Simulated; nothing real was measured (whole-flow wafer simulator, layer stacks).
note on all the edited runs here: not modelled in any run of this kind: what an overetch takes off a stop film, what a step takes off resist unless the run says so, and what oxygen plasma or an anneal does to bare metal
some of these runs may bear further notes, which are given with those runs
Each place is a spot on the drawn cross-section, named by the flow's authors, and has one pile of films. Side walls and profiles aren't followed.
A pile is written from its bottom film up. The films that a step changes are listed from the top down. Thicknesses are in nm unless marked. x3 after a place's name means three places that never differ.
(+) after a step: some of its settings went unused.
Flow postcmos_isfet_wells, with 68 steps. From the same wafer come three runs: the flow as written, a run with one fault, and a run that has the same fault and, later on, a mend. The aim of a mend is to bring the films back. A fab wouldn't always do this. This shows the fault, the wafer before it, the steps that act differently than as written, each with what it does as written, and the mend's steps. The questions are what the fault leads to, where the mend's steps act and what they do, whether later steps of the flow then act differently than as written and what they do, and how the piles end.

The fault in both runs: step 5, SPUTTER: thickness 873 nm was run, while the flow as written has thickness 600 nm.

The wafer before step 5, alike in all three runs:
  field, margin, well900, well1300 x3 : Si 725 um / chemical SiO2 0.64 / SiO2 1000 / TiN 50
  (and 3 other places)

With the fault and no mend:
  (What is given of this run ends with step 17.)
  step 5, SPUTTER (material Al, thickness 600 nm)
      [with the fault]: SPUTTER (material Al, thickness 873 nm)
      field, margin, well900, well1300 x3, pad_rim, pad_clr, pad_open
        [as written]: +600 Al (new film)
        [with the fault]: +873 Al (new film)
  Steps further on in the flow that do not act as written:
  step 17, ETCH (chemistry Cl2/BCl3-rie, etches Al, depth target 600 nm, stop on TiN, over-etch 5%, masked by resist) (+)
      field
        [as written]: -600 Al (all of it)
        [with the fault]: -600 Al
  After step 17, at field, margin, well900, well1300 x3, pad_rim, pad_clr, pad_open, the piles differ from the flow's by more than 2% or 0.5 nm, whichever is larger.
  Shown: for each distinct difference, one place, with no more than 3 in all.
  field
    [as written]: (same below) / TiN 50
    [with the fault]: (same below) / TiN 50 / Al 273
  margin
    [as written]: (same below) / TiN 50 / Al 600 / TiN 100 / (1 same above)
    [with the fault]: (same below) / TiN 50 / Al 873 / TiN 100 / (1 same above)

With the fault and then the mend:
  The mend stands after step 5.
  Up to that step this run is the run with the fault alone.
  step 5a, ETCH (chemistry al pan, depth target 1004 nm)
      field, margin, well900, well1300 x3, pad_rim, pad_clr, pad_open
        -873 Al (all of it)
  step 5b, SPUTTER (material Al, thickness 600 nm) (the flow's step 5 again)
      field, margin, well900, well1300 x3, pad_rim, pad_clr, pad_open
        +600 Al (new film)
  Later steps of the flow that are run all act as written at every place that is followed.
  At every place that both follow, the piles at the end match the flow's.
